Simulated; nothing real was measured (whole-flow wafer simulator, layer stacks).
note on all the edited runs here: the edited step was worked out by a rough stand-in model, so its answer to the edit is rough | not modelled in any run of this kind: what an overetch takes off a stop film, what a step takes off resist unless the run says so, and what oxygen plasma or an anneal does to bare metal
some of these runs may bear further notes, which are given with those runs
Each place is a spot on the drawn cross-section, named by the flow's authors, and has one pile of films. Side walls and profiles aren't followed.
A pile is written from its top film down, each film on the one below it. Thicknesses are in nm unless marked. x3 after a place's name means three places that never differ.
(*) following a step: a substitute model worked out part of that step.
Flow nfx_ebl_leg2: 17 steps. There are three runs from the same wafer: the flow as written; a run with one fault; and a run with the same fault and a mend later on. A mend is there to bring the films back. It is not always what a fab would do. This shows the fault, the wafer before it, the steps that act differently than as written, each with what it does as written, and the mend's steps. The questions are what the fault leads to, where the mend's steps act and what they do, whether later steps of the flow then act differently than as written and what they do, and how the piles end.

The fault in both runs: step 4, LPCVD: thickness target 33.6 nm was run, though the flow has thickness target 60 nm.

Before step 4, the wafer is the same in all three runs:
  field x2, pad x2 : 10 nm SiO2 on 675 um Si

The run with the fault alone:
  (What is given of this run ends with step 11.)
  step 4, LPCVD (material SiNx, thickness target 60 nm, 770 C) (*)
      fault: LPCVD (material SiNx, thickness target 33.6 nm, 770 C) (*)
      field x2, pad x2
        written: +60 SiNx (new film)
        fault: +33.6 SiNx (new film)
  None of the later steps of the flow up to step 11 acts differently than as written at any place that is followed.
  Once step 11 is done, the piles at field x2, pad x2 depart from the flow's by more than 2% or 0.5 nm, whichever is larger.
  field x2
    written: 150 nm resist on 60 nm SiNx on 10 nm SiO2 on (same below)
    fault: 150 nm resist on 33.6 nm SiNx on 10 nm SiO2 on (same below)
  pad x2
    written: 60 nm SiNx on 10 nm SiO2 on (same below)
    fault: 33.6 nm SiNx on 10 nm SiO2 on (same below)

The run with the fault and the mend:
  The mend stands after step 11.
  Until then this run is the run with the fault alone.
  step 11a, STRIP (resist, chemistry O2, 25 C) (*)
      field x2
        -150 resist (all of it)
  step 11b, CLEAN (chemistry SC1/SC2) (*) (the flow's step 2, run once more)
      alters no film at any place that is followed
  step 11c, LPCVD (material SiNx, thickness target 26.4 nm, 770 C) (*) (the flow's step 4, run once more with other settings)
      field x2, pad x2
        +26.4 SiNx
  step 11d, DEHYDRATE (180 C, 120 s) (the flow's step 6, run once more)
      alters no film at any place that is followed
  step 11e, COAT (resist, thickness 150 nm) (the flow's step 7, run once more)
      field x2, pad x2
        +150 resist (new film)
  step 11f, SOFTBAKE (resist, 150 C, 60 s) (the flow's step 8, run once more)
      alters no film at any place that is followed
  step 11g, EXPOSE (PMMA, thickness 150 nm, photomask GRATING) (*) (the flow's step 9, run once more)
      alters no film at any place that is followed
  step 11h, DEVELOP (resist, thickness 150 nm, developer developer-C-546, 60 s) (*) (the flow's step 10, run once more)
      pad x2
        -150 resist (all of it)
  None of the later steps of the flow acts differently than as written at any place that is followed.
  At every place that both follow, the piles at the end match the flow's.
